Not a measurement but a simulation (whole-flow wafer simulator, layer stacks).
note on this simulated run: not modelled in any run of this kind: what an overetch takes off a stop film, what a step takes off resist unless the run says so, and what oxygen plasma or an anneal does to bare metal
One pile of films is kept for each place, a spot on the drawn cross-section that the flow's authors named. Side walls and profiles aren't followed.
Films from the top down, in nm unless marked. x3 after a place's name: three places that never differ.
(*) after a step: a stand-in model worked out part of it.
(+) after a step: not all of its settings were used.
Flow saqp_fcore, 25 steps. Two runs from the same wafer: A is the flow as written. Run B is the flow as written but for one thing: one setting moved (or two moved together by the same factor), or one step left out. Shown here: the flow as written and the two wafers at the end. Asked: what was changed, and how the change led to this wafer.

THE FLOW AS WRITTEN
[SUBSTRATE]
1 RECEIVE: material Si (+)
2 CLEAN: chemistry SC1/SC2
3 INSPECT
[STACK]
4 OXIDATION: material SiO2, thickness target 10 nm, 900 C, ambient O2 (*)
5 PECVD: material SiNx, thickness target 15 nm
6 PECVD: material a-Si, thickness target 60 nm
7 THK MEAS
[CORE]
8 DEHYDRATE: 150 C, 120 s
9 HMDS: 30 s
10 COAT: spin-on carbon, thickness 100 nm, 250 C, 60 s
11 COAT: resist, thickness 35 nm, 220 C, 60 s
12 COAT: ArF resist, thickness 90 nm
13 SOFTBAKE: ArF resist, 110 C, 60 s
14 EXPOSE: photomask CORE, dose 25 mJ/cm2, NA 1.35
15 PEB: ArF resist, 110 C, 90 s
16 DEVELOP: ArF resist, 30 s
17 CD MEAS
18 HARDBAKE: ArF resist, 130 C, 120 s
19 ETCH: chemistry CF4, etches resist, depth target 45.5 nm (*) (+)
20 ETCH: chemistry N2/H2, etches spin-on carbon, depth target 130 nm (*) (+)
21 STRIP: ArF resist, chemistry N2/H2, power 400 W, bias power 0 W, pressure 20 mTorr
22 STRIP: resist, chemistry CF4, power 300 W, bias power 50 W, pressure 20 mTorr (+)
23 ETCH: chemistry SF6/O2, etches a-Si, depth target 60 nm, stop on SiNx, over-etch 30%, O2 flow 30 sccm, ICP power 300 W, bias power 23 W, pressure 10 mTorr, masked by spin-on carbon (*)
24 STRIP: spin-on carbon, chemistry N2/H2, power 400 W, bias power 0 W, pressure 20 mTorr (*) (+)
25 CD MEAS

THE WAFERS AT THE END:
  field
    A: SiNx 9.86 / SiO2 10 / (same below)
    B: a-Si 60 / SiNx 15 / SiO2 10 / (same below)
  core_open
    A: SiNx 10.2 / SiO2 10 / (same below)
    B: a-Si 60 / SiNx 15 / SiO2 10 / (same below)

The cause: step 20, ETCH: chemistry N2/H2, etches spin-on carbon, depth target 130 nm (*) (+), was left out.

How the change led to this, step by step:
  21 STRIP: ArF resist, chemistry N2/H2, power 400 W, bias power 0 W, pressure 20 mTorr
      core_line: A nothing | B ArF resist -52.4 (all of it)
  22 STRIP: resist, chemistry CF4, power 300 W, bias power 50 W, pressure 20 mTorr (+)
      field: A a-Si -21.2 | B nothing
      core_open: A a-Si -18.6 | B nothing
      (and at 1 more place)
  23 ETCH: chemistry SF6/O2, etches a-Si, depth target 60 nm, stop on SiNx, over-etch 30%, O2 flow 30 sccm, ICP power 300 W, bias power 23 W, pressure 10 mTorr, masked by spin-on carbon (*)
      field: A a-Si -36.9 (all of it), SiNx -5.14 | B spin-on carbon -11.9
      core_open: A a-Si -39.4 (all of it), SiNx -4.82 | B spin-on carbon -11.9
      (and at 1 more place)
  24 STRIP: spin-on carbon, chemistry N2/H2, power 400 W, bias power 0 W, pressure 20 mTorr (*) (+)
      field, core_open: A nothing | B spin-on carbon -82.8 (all of it)
      core_line: A spin-on carbon -92.2 (all of it) | B spin-on carbon -88.1 (all of it)
